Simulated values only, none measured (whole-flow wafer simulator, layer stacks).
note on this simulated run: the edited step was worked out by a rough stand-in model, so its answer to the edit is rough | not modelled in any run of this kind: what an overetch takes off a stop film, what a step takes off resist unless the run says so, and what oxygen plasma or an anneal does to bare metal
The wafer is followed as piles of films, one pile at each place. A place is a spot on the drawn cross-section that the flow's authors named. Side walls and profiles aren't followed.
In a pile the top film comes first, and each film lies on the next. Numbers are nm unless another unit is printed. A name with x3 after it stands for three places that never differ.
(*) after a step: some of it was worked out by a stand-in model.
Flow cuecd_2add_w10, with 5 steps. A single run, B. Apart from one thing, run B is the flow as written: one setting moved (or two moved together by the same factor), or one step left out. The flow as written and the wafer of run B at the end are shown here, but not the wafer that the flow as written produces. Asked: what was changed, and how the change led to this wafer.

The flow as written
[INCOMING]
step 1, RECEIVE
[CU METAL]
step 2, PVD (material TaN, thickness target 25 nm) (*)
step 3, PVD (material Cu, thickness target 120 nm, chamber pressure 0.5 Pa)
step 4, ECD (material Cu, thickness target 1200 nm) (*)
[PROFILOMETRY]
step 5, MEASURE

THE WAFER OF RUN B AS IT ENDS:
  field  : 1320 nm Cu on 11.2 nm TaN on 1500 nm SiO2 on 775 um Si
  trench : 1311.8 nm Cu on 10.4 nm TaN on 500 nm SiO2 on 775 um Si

What caused this: step 2, PVD: thickness target 11.2 nm was run, whereas the flow has thickness target 25 nm.
The wafer lets one read it off: field has TaN 11.2, and step 2 as written asks for 25 nm.

Step by step, how the change led to this:
  step 2, PVD (material TaN, thickness target 25 nm) (*)
      field: +11.2 TaN (new film) (it would be, as written: +25 TaN (new film))
      trench: +10.4 TaN (new film) (it would be, as written: +23.2 TaN (new film))
